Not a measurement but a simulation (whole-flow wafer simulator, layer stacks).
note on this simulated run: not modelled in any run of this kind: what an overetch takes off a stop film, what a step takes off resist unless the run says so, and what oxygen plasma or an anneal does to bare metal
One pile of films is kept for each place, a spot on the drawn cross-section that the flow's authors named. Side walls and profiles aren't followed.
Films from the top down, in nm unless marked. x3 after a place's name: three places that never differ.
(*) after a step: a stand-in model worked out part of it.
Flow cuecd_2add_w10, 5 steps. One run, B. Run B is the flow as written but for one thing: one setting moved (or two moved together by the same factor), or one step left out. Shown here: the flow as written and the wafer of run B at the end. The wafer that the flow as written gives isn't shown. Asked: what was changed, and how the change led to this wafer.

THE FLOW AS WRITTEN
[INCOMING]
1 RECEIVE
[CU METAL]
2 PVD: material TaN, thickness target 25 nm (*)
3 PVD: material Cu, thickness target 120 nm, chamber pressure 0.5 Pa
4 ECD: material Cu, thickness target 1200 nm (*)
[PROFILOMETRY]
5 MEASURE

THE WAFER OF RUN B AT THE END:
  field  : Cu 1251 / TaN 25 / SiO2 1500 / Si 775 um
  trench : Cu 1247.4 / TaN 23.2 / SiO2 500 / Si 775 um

The cause: step 3, PVD: thickness target 51 nm was run, where the flow has thickness target 120 nm.

How the change led to this, step by step:
  3 PVD: material Cu, thickness target 120 nm, chamber pressure 0.5 Pa
      field: Cu +51 (new film) (as written it would be: Cu +120 (new film))
      trench: Cu +47.4 (new film) (as written it would be: Cu +111.8 (new film))
